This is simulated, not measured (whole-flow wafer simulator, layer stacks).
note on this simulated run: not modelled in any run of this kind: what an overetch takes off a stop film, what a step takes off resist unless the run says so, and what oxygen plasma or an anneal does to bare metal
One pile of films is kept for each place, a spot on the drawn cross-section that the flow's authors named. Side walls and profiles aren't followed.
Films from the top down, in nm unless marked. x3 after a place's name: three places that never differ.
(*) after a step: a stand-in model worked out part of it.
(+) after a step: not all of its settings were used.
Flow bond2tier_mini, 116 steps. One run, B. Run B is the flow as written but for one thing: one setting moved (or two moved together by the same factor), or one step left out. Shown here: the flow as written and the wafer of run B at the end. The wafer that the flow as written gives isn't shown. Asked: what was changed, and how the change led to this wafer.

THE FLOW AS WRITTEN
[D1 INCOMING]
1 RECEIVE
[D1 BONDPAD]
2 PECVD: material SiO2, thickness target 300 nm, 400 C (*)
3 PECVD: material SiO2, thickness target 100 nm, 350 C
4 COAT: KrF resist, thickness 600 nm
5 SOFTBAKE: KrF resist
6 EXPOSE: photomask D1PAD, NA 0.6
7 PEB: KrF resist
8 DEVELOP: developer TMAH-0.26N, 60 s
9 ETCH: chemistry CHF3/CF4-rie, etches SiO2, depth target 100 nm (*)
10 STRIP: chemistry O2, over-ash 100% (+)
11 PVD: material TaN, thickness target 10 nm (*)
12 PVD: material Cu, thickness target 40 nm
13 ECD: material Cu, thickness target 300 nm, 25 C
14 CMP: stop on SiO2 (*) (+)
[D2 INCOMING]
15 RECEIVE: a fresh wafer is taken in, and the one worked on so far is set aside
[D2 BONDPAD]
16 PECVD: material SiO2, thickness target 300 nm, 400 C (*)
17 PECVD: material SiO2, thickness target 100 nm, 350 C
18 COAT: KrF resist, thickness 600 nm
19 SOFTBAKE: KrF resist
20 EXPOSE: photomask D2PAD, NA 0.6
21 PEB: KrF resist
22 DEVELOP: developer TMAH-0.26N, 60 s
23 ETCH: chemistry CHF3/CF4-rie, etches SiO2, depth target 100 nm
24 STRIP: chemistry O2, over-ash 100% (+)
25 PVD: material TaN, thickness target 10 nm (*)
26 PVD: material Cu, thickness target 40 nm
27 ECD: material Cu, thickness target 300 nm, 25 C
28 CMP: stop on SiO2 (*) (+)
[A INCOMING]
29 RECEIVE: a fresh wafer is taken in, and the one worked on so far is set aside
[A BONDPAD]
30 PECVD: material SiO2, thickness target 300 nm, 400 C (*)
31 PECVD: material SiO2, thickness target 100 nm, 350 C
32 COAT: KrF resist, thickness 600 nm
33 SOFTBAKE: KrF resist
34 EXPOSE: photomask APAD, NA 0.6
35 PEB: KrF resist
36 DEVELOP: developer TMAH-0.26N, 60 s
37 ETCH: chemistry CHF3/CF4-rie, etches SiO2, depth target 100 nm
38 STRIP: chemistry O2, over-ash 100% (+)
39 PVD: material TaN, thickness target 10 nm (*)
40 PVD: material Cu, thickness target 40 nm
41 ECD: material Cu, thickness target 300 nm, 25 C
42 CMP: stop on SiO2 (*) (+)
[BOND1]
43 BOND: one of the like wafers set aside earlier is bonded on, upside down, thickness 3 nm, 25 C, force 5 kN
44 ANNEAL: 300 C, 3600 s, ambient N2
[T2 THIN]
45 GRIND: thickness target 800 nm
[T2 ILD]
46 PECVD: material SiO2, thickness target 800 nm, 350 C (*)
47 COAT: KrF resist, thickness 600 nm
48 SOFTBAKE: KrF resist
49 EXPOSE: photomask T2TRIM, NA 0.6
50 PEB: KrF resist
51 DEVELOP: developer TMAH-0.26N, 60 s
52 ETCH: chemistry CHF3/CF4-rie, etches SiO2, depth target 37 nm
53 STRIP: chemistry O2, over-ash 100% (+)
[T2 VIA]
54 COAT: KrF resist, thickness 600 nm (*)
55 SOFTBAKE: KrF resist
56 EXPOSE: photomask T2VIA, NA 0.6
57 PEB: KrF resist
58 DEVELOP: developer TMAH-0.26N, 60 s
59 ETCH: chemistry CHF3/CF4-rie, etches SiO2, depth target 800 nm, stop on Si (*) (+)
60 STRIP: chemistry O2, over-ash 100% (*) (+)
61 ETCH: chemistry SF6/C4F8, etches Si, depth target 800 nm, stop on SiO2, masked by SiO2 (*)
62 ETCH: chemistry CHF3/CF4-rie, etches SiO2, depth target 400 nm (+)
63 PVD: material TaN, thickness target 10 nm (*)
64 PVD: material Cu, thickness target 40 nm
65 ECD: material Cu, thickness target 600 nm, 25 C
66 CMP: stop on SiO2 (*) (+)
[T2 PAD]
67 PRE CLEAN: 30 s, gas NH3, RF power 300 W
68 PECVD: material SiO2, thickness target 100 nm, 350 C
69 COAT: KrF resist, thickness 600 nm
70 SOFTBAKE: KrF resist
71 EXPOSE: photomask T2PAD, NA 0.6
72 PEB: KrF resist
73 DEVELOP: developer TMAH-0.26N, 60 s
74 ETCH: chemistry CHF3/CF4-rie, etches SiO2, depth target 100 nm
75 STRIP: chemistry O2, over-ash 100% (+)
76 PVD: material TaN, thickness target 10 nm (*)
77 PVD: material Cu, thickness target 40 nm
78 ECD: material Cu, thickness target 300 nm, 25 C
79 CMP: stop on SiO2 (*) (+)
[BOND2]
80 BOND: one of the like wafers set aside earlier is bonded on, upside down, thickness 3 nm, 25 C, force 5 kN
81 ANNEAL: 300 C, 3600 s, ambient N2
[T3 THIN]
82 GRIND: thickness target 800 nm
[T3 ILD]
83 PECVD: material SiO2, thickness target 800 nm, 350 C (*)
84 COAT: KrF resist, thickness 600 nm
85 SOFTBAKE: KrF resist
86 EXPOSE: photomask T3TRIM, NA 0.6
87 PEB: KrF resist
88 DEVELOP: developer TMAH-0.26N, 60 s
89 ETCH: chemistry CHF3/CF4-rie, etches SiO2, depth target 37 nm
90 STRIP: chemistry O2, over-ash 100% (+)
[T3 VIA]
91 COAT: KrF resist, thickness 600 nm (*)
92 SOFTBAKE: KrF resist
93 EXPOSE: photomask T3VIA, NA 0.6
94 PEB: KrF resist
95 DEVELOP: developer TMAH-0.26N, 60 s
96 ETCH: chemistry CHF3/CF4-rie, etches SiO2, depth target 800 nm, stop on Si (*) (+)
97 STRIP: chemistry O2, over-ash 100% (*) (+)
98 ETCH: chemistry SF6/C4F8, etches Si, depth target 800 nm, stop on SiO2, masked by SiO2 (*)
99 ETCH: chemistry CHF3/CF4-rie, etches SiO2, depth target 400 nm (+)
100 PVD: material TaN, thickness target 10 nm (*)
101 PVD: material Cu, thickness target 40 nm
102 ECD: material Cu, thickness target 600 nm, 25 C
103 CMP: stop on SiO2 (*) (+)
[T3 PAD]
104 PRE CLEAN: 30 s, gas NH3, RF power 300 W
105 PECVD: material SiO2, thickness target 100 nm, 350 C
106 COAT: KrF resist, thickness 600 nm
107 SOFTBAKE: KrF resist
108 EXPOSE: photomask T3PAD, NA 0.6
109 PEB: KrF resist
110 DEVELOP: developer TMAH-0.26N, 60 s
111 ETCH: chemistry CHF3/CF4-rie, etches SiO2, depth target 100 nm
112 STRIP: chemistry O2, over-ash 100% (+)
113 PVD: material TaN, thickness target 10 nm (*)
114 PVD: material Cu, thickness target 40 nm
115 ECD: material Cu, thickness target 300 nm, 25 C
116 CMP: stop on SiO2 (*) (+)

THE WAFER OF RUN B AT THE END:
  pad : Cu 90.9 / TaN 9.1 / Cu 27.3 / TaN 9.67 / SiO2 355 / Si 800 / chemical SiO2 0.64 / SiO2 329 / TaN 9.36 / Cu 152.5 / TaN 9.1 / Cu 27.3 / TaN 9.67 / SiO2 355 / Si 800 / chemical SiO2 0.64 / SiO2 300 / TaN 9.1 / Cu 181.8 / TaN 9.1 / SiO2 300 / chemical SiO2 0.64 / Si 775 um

The cause: step 23, ETCH: depth target 71 nm was run, where the flow has depth target 100 nm.

How the change led to this, step by step:
  23 ETCH: chemistry CHF3/CF4-rie, etches SiO2, depth target 100 nm
      pad, via: SiO2 -71 (as written it would be: SiO2 -100)
      field: KrF resist -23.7 (as written it would be: KrF resist -33.3)
  26 PVD: material Cu, thickness target 40 nm
      pad: Cu +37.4 (new film) (as written it would be: Cu +36.4 (new film))
  27 ECD: material Cu, thickness target 300 nm, 25 C
      pad: Cu +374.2 (as written it would be: Cu +404.5)
      via: Cu +371.1 (as written it would be: Cu +400.2)
  80 BOND: one of the like wafers set aside earlier is bonded on, upside down, thickness 3 nm, 25 C, force 5 kN
      pad: Si +775 um (new film), chemical SiO2 +0.64 (new film), SiO2 +329 (new film), TaN +9.36 (new film), Cu +61.6 (as written it would be: Si +775 um (new film), chemical SiO2 +0.64 (new film), SiO2 +300 (new film), TaN +9.1 (new film), Cu +90.9)
